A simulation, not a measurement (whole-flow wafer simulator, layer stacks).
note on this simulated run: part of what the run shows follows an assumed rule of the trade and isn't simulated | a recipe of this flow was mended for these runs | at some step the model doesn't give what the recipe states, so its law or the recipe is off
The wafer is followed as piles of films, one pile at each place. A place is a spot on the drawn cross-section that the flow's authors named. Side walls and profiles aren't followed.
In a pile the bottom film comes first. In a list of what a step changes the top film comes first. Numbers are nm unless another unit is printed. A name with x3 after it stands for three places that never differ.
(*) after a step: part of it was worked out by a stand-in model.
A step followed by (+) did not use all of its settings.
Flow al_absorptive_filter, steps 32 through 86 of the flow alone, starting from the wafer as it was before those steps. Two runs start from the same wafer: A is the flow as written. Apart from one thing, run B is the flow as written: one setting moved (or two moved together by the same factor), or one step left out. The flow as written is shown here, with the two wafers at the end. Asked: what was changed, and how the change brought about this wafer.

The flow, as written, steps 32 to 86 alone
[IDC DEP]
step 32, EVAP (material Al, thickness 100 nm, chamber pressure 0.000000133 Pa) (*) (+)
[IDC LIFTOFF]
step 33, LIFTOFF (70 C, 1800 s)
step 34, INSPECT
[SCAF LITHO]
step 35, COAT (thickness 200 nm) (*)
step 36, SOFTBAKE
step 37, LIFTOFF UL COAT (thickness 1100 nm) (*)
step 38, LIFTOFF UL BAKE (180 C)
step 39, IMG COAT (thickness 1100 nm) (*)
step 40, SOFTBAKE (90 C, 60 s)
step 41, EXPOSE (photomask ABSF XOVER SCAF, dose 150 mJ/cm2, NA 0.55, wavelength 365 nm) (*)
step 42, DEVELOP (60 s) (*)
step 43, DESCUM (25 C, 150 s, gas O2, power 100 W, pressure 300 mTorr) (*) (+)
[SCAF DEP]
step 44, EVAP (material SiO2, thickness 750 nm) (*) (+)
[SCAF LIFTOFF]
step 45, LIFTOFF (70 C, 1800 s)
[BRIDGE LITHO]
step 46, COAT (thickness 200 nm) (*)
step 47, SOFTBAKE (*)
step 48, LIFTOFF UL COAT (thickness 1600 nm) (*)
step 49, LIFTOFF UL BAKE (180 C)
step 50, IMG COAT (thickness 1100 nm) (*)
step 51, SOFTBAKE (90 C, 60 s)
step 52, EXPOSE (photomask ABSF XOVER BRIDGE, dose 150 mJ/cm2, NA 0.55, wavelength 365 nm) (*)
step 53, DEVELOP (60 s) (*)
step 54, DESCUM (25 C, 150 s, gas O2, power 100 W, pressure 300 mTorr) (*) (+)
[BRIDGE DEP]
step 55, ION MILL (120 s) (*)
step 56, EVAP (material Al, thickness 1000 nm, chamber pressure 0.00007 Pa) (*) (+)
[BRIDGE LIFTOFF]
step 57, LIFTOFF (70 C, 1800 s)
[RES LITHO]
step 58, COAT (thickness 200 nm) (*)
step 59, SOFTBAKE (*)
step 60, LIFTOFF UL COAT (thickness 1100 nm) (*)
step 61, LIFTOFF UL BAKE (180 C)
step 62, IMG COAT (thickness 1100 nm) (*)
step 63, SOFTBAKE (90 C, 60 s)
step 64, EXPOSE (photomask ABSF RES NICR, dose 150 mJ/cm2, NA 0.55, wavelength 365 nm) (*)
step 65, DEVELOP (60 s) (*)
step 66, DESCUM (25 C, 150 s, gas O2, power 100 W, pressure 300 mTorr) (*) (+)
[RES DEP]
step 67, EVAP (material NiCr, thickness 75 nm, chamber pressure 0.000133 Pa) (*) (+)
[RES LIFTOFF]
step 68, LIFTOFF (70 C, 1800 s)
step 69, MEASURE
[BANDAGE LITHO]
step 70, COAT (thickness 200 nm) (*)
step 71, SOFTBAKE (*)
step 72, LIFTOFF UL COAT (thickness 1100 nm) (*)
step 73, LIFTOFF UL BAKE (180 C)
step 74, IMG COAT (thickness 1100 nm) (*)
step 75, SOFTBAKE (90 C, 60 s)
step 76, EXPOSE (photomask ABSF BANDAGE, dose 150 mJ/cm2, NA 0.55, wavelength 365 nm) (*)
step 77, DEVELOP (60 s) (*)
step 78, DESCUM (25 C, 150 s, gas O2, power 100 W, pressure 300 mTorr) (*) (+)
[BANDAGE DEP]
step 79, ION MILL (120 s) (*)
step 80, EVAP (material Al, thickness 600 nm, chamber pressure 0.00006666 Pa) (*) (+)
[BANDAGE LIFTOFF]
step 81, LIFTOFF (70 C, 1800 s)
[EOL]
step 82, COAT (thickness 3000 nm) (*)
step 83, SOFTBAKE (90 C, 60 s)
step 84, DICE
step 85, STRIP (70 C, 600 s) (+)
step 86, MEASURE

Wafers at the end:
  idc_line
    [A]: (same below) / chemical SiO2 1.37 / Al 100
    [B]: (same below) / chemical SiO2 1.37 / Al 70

Cause: step 32, EVAP: thickness 70 nm was run, while the flow as written has thickness 100 nm.
The wafer lets one read it off: idc_line has Al 70, and step 32 as written asks for 100 nm.

How this came from the change, step by step:
  step 32, EVAP (material Al, thickness 100 nm, chamber pressure 0.000000133 Pa) (*) (+)
      gnd, pad_far, pad_near and 11 more: A +100 Al (new film) | B +70 Al (new film)
  step 33, LIFTOFF (70 C, 1800 s)
      gnd, xa_field, xa_margin, xa_strip, xl_land, idc_field, idc_space: A -100 Al (all of it), -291 e-beam-resist (all of it) | B -70 Al (all of it), -291 e-beam-resist (all of it)
      pad_far: A -100 Al (all of it), -287 e-beam-resist (all of it) | B -70 Al (all of it), -287 e-beam-resist (all of it)
      (as well as at 5 more places)
  step 35, COAT (thickness 200 nm) (*)
      idc_line: A +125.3 acrylic-e-beam-resist (new film) | B +146.4 acrylic-e-beam-resist (new film)
      idc_space: A +228.2 acrylic-e-beam-resist (new film) | B +218.4 acrylic-e-beam-resist (new film)
  step 45, LIFTOFF (70 C, 1800 s)
      idc_line: A -750 SiO2 (all of it), -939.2 i-line-resist (all of it), -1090 lift-off-underlayer (all of it), -125.3 acrylic-e-beam-resist (all of it) | B -750 SiO2 (all of it), -939.2 i-line-resist (all of it), -1093.7 lift-off-underlayer (all of it), -146.4 acrylic-e-beam-resist (all of it)
      idc_space: A -750 SiO2 (all of it), -939.1 i-line-resist (all of it), -1087.8 lift-off-underlayer (all of it), -228.2 acrylic-e-beam-resist (all of it) | B -750 SiO2 (all of it), -939.2 i-line-resist (all of it), -1092.5 lift-off-underlayer (all of it), -218.4 acrylic-e-beam-resist (all of it)
  step 46, COAT (thickness 200 nm) (*)
      idc_line: A +129.8 acrylic-e-beam-resist (new film) | B +149.3 acrylic-e-beam-resist (new film)
      idc_space: A +229.8 acrylic-e-beam-resist (new film) | B +219.7 acrylic-e-beam-resist (new film)
  step 57, LIFTOFF (70 C, 1800 s)
      idc_line: A -1000 Al (all of it), -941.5 i-line-resist (all of it), -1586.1 lift-off-underlayer (all of it), -129.8 acrylic-e-beam-resist (all of it) | B -1000 Al (all of it), -941.6 i-line-resist (all of it), -1591.3 lift-off-underlayer (all of it), -149.3 acrylic-e-beam-resist (all of it)
      idc_space: A -1000 Al (all of it), -941.5 i-line-resist (all of it), -1586.9 lift-off-underlayer (all of it), -229.8 acrylic-e-beam-resist (all of it) | B -1000 Al (all of it), -941.6 i-line-resist (all of it), -1591.7 lift-off-underlayer (all of it), -219.7 acrylic-e-beam-resist (all of it)
  step 58, COAT (thickness 200 nm) (*)
      idc_line: A +129.8 acrylic-e-beam-resist (new film) | B +149.3 acrylic-e-beam-resist (new film)
      idc_space: A +229.8 acrylic-e-beam-resist (new film) | B +219.7 acrylic-e-beam-resist (new film)
  step 68, LIFTOFF (70 C, 1800 s)
      idc_line: A -75 NiCr (all of it), -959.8 i-line-resist (all of it), -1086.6 lift-off-underlayer (all of it), -129.8 acrylic-e-beam-resist (all of it) | B -75 NiCr (all of it), -959.9 i-line-resist (all of it), -1091.6 lift-off-underlayer (all of it), -149.3 acrylic-e-beam-resist (all of it)
      idc_space: A -75 NiCr (all of it), -959.8 i-line-resist (all of it), -1087.4 lift-off-underlayer (all of it), -229.8 acrylic-e-beam-resist (all of it) | B -75 NiCr (all of it), -959.9 i-line-resist (all of it), -1092 lift-off-underlayer (all of it), -219.7 acrylic-e-beam-resist (all of it)
  step 70, COAT (thickness 200 nm) (*)
      idc_line: A +129.8 acrylic-e-beam-resist (new film) | B +149.3 acrylic-e-beam-resist (new film)
      idc_space: A +229.8 acrylic-e-beam-resist (new film) | B +219.7 acrylic-e-beam-resist (new film)
  step 81, LIFTOFF (70 C, 1800 s)
      idc_line: A -600 Al (all of it), -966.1 i-line-resist (all of it), -1086.6 lift-off-underlayer (all of it), -129.8 acrylic-e-beam-resist (all of it) | B -600 Al (all of it), -966.2 i-line-resist (all of it), -1091.6 lift-off-underlayer (all of it), -149.3 acrylic-e-beam-resist (all of it)
      idc_space: A -600 Al (all of it), -966.1 i-line-resist (all of it), -1087.4 lift-off-underlayer (all of it), -229.8 acrylic-e-beam-resist (all of it) | B -600 Al (all of it), -966.2 i-line-resist (all of it), -1092 lift-off-underlayer (all of it), -219.7 acrylic-e-beam-resist (all of it)
